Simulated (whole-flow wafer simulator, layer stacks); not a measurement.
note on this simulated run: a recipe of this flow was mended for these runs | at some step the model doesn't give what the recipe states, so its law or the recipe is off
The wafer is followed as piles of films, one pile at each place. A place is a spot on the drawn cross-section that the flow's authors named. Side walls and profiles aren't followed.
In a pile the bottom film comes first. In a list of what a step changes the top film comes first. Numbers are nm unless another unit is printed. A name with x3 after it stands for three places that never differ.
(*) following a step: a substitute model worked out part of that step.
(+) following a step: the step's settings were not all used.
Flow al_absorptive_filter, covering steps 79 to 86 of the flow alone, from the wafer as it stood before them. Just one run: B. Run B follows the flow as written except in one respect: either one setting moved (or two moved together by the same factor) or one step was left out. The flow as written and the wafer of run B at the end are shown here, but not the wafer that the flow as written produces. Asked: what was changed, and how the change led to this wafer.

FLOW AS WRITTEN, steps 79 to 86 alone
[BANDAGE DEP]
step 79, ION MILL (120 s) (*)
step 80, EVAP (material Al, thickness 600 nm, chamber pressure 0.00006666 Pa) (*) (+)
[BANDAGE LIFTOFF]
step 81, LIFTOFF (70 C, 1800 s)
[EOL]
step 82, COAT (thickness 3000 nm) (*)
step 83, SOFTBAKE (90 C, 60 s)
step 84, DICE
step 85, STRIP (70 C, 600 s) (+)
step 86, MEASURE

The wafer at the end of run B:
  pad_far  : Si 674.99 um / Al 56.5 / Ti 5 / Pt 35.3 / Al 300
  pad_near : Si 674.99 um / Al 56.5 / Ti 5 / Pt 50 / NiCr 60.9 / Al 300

What caused this: step 80, EVAP: thickness 300 nm was run, whereas the flow has thickness 600 nm.
The wafer itself shows it: pad_far has Al 300, and step 80 as written asks for 600 nm.

How this came from the change, step by step:
  step 80, EVAP (material Al, thickness 600 nm, chamber pressure 0.00006666 Pa) (*) (+)
      gnd, pad_far, pad_near and 11 more: Al gains 300 (new film) (in the flow as written it would be: Al gains 600 (new film))
  step 81, LIFTOFF (70 C, 1800 s)
      xa_field, xl_land, idc_field: Al loses 300 (all of it), i-line-resist loses 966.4 (all of it), lift-off-underlayer loses 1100 (all of it), acrylic-e-beam-resist loses 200 (all of it) (in the flow as written it would be: Al loses 600 (all of it), i-line-resist loses 966.4 (all of it), lift-off-underlayer loses 1100 (all of it), acrylic-e-beam-resist loses 200 (all of it))
      gnd: Al loses 300 (all of it), i-line-resist loses 968.3 (all of it), lift-off-underlayer loses 1103.3 (all of it), acrylic-e-beam-resist loses 200.9 (all of it) (in the flow as written it would be: Al loses 600 (all of it), i-line-resist loses 968.3 (all of it), lift-off-underlayer loses 1103.3 (all of it), acrylic-e-beam-resist loses 200.9 (all of it))
      (also at 8 further places)
  step 82, COAT (thickness 3000 nm) (*)
      pad_far: i-line-resist gains 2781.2 (new film) (in the flow as written it would be: i-line-resist gains 2560.9 (new film))
      pad_near: i-line-resist gains 2704.3 (new film) (in the flow as written it would be: i-line-resist gains 2480.3 (new film))
      (also at 1 further place)
  step 83, SOFTBAKE (90 C, 60 s)
      gnd: i-line-resist gains 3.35 (in the flow as written it would be: i-line-resist gains 6.13)
      pad_far: i-line-resist loses 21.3 (in the flow as written it would be: i-line-resist loses 44.2)
      (also at 3 further places)
  step 85, STRIP (70 C, 600 s) (+)
      pad_far: i-line-resist loses 2759.9 (all of it) (in the flow as written it would be: i-line-resist loses 2516.7 (all of it))
      pad_near: i-line-resist loses 2683.7 (all of it) (in the flow as written it would be: i-line-resist loses 2439.3 (all of it))
